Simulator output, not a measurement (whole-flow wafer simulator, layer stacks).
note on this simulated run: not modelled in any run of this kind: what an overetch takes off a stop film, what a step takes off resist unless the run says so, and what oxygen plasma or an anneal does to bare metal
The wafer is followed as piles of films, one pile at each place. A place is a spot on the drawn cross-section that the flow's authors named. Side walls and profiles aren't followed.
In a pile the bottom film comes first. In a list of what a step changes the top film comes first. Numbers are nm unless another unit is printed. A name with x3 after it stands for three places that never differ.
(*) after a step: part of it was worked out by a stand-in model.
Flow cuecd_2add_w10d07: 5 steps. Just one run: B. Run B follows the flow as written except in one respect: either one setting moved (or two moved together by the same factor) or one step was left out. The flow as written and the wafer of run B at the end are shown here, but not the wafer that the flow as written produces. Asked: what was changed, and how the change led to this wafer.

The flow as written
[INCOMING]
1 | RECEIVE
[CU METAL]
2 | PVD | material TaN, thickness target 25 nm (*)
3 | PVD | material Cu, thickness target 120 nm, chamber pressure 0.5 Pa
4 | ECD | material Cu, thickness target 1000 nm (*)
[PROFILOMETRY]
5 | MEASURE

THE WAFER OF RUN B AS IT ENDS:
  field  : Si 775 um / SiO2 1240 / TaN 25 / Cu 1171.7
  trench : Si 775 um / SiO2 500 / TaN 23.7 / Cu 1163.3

Cause: step 3, PVD: thickness target 171.7 nm was run, though the flow has thickness target 120 nm.

Step by step, how the change led to this:
  3 | PVD | material Cu, thickness target 120 nm, chamber pressure 0.5 Pa
      field: +171.7 Cu (new film) (it would be, as written: +120 Cu (new film))
      trench: +163.3 Cu (new film) (it would be, as written: +114 Cu (new film))
